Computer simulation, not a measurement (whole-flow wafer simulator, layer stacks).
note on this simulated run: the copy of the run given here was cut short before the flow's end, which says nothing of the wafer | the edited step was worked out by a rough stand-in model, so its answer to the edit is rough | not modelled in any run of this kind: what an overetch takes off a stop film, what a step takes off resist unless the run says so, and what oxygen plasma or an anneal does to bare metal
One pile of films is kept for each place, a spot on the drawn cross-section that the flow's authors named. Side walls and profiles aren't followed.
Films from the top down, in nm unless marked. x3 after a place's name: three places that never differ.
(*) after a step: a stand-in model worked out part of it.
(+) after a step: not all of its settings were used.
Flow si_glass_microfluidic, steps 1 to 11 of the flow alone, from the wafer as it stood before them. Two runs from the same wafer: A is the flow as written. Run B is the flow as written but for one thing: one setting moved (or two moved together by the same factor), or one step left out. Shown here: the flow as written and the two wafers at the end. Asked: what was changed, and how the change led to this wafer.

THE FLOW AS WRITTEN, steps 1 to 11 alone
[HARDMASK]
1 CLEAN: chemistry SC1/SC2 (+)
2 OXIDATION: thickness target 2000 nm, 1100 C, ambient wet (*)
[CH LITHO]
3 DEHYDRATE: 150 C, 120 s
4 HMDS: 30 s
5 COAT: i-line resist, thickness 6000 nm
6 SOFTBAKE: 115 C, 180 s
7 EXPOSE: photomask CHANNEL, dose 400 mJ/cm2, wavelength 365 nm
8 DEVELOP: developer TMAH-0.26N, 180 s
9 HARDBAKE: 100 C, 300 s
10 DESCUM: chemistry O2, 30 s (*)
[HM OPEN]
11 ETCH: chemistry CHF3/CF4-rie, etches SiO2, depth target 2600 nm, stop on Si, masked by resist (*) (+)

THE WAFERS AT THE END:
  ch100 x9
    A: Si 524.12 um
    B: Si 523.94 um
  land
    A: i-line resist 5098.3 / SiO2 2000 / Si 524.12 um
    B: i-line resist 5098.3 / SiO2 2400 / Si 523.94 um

The cause: step 2, OXIDATION: thickness target 2400 nm was run, where the flow has thickness target 2000 nm.
It can be read off the wafer: land has SiO2 2400, and step 2 as written asks for 2000 nm.

How the change led to this, step by step:
  2 OXIDATION: thickness target 2000 nm, 1100 C, ambient wet (*)
      land, ch100 x9: A SiO2 +2000 (new film), chemical SiO2 -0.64 (all of it), Si -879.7 | B SiO2 +2400 (new film), chemical SiO2 -0.64 (all of it), Si -1055.7
  11 ETCH: chemistry CHF3/CF4-rie, etches SiO2, depth target 2600 nm, stop on Si, masked by resist (*) (+)
      ch100 x9: A SiO2 -2000 (all of it) | B SiO2 -2400 (all of it)
